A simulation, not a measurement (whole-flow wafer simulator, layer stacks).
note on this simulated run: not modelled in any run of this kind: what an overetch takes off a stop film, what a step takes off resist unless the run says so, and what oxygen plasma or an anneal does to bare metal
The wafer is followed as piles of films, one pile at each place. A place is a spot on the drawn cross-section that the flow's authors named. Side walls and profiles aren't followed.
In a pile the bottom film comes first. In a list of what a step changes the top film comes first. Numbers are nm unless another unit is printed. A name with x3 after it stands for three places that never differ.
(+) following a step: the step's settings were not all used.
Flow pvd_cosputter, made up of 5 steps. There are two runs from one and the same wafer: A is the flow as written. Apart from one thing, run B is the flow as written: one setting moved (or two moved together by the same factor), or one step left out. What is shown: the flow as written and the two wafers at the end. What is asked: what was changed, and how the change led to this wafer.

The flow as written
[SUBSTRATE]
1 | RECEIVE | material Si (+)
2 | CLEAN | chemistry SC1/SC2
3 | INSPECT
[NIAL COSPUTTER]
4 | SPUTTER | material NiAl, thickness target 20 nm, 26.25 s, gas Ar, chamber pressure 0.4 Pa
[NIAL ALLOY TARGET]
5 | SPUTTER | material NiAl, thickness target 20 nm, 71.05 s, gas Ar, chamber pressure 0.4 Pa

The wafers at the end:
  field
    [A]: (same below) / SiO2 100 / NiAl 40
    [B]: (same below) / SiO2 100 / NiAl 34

What caused this: step 5, SPUTTER: thickness target 14 nm was run, whereas the flow has thickness target 20 nm; step 5, SPUTTER: 49.73 s was run, where the flow has 71.05 s.

Step by step, how the change led to this:
  5 | SPUTTER | material NiAl, thickness target 20 nm, 71.05 s, gas Ar, chamber pressure 0.4 Pa
      field: A +20 NiAl | B +14 NiAl
